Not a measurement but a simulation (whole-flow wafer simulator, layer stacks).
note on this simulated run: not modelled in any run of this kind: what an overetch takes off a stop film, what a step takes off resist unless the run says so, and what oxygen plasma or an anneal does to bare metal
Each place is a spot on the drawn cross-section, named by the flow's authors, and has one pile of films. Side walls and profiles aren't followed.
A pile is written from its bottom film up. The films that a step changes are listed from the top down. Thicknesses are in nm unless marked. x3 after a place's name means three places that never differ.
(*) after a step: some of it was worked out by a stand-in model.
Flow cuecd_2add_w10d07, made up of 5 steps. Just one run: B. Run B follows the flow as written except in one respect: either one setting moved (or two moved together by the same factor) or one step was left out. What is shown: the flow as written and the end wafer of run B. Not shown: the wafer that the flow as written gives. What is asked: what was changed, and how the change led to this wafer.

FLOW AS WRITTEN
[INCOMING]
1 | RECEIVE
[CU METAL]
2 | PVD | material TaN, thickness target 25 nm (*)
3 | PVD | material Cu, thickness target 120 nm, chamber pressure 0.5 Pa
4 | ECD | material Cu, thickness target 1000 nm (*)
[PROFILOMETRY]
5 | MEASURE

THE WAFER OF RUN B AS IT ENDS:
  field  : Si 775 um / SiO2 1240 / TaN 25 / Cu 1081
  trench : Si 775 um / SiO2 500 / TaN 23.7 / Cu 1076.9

What caused this: step 3, PVD: thickness target 81 nm was run, whereas the flow has thickness target 120 nm.

Step by step, how the change led to this:
  3 | PVD | material Cu, thickness target 120 nm, chamber pressure 0.5 Pa
      field: +81 Cu (new film) (as written it would have been: +120 Cu (new film))
      trench: +76.9 Cu (new film) (as written it would have been: +114 Cu (new film))
